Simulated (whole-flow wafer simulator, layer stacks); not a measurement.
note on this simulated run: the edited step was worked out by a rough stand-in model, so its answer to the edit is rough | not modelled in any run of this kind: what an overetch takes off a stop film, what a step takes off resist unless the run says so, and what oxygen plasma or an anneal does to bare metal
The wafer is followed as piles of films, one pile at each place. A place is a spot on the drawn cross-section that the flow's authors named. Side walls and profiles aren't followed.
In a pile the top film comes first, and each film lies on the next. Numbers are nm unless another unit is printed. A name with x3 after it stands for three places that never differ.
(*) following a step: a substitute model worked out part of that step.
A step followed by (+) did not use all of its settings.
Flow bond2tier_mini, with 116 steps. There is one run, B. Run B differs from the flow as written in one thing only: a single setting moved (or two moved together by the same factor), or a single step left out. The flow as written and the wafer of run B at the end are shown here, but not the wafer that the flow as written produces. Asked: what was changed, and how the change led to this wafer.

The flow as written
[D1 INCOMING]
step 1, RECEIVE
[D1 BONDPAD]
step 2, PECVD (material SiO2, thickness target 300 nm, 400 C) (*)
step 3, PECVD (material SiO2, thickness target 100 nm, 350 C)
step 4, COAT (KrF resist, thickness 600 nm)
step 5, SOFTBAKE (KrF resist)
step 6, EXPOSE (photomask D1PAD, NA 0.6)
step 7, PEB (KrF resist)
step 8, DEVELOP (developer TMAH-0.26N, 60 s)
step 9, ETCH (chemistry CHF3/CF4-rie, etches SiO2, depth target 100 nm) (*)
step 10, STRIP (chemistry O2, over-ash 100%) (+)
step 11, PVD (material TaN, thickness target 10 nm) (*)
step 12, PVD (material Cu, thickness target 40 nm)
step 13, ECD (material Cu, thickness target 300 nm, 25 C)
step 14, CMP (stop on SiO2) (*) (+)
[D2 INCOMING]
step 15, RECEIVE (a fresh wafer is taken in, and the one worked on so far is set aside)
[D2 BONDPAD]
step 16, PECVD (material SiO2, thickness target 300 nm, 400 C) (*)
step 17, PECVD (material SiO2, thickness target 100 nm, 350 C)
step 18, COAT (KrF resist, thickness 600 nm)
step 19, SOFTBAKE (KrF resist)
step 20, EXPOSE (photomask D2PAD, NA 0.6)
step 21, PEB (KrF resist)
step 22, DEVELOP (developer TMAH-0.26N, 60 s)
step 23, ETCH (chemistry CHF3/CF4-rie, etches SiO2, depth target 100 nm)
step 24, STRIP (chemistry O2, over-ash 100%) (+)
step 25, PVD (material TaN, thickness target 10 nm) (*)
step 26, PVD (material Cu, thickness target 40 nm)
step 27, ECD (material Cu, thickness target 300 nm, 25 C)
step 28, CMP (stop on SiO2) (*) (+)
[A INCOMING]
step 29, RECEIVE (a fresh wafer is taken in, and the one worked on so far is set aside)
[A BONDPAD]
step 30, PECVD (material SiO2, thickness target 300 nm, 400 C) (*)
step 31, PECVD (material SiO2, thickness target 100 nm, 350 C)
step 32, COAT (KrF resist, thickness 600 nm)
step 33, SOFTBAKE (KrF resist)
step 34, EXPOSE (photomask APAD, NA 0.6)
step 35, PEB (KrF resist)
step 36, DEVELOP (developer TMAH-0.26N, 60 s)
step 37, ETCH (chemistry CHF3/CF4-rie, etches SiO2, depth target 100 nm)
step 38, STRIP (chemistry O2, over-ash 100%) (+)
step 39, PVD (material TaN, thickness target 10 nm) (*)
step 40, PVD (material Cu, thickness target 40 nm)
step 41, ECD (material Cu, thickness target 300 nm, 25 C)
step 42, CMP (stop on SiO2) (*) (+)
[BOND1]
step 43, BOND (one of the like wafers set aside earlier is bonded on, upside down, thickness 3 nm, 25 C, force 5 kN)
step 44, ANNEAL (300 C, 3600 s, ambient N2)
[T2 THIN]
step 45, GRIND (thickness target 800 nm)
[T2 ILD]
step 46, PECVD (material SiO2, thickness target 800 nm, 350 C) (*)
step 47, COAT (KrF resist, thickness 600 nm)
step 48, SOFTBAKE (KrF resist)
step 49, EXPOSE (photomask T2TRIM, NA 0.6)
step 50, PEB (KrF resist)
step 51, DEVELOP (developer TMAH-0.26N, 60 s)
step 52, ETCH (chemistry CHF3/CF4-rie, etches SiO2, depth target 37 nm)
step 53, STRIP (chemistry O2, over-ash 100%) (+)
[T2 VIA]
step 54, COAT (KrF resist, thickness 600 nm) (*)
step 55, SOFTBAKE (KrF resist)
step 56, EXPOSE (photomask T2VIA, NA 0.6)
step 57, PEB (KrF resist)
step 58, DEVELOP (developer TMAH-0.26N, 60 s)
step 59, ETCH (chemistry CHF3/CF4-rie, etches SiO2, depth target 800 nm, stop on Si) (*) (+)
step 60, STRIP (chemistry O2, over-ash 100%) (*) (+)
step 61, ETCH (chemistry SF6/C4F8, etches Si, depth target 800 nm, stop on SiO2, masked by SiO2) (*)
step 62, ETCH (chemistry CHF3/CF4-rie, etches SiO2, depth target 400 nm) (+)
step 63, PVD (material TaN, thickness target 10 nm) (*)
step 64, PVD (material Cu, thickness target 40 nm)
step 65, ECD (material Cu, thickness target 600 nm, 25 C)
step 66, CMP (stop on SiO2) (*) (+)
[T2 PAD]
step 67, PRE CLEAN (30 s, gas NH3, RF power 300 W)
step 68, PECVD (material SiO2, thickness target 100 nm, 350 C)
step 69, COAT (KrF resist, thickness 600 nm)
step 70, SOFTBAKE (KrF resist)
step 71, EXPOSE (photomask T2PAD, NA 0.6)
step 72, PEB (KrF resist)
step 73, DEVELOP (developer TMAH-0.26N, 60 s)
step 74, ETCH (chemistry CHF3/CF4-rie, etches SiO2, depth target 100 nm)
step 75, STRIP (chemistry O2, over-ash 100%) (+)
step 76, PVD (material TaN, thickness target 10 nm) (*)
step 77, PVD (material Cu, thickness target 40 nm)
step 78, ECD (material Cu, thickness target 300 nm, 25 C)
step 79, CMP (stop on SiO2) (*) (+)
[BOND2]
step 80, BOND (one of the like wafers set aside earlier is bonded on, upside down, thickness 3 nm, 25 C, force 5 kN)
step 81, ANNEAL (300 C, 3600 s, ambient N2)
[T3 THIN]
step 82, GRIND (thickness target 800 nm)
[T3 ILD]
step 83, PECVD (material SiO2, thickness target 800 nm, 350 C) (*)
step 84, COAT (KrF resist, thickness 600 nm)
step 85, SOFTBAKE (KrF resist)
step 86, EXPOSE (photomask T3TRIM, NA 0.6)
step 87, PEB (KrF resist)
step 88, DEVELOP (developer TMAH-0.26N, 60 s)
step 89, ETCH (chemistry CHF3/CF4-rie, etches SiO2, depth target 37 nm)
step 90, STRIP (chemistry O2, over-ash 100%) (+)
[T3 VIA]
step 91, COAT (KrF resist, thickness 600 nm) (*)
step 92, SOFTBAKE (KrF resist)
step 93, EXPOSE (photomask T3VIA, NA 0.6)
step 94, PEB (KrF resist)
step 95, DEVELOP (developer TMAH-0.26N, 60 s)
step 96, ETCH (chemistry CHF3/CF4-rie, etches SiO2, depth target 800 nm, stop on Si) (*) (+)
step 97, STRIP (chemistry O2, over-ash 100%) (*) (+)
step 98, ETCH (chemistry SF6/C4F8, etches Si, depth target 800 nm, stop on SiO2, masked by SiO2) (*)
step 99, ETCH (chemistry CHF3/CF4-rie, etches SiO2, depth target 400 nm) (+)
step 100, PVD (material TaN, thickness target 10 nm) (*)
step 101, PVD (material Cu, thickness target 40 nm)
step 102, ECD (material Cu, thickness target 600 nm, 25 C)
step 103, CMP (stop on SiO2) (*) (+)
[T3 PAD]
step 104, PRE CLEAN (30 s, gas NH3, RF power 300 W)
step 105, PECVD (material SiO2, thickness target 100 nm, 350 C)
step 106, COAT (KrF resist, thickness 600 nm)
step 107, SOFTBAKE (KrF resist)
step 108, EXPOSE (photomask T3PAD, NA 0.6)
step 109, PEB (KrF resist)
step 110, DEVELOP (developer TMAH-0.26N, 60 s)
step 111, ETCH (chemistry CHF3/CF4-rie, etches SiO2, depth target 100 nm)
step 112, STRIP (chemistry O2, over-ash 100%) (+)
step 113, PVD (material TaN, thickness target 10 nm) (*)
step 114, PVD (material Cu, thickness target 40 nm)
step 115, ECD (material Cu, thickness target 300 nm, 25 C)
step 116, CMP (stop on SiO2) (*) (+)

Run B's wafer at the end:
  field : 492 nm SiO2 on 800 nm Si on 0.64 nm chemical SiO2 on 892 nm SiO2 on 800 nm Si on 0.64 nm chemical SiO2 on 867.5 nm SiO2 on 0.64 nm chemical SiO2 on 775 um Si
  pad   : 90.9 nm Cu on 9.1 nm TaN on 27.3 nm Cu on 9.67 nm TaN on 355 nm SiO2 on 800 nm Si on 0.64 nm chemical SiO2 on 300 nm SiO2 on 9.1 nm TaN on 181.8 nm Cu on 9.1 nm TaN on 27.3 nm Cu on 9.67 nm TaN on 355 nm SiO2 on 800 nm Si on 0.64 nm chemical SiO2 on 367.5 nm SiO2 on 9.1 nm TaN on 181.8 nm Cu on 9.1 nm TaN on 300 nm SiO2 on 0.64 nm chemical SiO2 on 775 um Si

The reason: step 2, PECVD: thickness target 367.5 nm was run, whereas the flow has thickness target 300 nm.
The wafer itself shows it: pad has SiO2 367.5, and step 2 as written asks for 300 nm.

How this came from the change, step by step:
  step 2, PECVD (material SiO2, thickness target 300 nm, 400 C) (*)
      field, pad, via: +367.5 SiO2 (new film) (it would be, as written: +300 SiO2 (new film))
  step 43, BOND (one of the like wafers set aside earlier is bonded on, upside down, thickness 3 nm, 25 C, force 5 kN)
      field: +775 um Si (new film), +0.64 chemical SiO2 (new film), +467.5 SiO2 (it would be, as written: +775 um Si (new film), +0.64 chemical SiO2 (new film), +400 SiO2)
      pad: +775 um Si (new film), +0.64 chemical SiO2 (new film), +367.5 SiO2 (new film), +9.1 TaN (new film), +90.9 Cu (it would be, as written: +775 um Si (new film), +0.64 chemical SiO2 (new film), +300 SiO2 (new film), +9.1 TaN (new film), +90.9 Cu)
      (also at 1 further place)
